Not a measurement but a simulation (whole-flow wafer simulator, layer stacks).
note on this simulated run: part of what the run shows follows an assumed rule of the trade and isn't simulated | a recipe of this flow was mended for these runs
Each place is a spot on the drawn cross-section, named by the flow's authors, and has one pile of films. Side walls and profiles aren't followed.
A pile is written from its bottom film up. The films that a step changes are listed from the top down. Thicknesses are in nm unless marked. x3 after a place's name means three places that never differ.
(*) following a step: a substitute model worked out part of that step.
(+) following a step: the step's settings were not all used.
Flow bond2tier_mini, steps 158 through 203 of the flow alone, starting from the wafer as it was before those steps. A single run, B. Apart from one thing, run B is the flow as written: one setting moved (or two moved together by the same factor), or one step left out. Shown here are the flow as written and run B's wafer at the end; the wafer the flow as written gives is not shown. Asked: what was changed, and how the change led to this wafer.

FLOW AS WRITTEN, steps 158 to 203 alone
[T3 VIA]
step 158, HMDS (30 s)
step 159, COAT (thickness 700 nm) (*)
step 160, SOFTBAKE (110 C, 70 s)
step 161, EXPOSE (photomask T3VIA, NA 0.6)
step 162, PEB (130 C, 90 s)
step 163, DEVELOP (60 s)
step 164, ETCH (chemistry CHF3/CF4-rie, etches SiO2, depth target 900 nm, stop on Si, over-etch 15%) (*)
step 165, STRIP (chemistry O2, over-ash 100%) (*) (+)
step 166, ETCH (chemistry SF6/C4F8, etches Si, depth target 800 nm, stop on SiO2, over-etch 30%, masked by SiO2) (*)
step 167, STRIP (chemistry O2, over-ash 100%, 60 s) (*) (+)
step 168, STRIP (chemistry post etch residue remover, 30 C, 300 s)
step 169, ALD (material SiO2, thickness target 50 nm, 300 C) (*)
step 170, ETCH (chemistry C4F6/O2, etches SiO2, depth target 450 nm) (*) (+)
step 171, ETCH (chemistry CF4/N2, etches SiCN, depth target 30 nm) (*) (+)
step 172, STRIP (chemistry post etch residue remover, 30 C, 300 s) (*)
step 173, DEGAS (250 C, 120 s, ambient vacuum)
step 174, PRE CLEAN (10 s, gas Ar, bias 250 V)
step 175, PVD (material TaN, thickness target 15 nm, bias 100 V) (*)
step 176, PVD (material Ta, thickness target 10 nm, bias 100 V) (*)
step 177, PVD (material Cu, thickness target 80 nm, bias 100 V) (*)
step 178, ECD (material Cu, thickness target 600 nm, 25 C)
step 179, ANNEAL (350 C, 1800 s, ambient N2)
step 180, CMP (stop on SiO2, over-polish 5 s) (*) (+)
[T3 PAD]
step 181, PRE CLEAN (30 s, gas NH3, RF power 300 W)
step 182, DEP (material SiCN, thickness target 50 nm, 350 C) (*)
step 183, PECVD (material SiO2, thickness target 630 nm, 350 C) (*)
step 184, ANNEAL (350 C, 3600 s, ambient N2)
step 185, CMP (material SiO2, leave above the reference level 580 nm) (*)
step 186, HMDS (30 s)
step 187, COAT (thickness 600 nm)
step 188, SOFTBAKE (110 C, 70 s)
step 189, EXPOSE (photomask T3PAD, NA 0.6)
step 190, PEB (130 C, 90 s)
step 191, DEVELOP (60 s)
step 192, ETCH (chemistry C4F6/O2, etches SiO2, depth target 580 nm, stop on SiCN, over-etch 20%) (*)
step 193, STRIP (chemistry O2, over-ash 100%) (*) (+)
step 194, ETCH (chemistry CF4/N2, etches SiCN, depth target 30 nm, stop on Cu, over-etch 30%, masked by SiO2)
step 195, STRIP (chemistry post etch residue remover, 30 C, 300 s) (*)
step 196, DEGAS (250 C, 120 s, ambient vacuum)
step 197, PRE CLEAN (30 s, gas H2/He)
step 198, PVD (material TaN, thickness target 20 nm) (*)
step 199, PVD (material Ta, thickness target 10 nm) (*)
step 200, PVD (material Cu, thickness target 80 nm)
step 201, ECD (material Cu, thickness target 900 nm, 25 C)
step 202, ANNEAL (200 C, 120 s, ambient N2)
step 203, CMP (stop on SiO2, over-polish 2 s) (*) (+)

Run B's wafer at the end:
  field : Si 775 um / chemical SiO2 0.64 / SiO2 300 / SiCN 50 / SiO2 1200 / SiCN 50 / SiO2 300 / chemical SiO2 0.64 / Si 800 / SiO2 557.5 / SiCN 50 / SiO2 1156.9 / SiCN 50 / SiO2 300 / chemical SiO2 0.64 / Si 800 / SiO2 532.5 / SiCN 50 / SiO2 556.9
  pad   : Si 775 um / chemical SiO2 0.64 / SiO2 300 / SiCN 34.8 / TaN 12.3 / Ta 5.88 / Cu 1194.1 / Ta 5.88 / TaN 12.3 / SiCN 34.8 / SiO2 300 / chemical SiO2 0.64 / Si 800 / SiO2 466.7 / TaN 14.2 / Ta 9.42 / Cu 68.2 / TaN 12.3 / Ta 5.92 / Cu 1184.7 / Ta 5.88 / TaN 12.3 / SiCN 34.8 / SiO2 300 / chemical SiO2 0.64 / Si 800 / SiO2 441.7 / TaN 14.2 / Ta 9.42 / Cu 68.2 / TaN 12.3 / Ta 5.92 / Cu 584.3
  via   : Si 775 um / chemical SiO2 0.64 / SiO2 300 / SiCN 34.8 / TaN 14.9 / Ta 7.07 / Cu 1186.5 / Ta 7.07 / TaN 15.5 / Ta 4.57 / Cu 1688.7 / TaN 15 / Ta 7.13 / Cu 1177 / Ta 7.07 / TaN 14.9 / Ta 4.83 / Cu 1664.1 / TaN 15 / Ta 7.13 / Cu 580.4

Cause: step 169, ALD: thickness target 25 nm was run, though the flow has thickness target 50 nm.

The path from the change to this, step by step:
  step 169, ALD (material SiO2, thickness target 50 nm, 300 C) (*)
      field, pad, via: +25 SiO2 (in the flow as written it would be: +50 SiO2)
  step 170, ETCH (chemistry C4F6/O2, etches SiO2, depth target 450 nm) (*) (+)
      via: -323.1 SiO2 (all of it), -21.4 SiCN (in the flow as written it would be: -348.1 SiO2 (all of it), -17.2 SiCN)
  step 171, ETCH (chemistry CF4/N2, etches SiCN, depth target 30 nm) (*) (+)
      via: -13.4 SiCN (all of it), -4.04 TaN (in the flow as written it would be: -17.6 SiCN (all of it), -3.01 TaN)
  step 177, PVD (material Cu, thickness target 80 nm, bias 100 V) (*)
      via: +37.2 Cu (new film) (in the flow as written it would be: +35 Cu (new film))
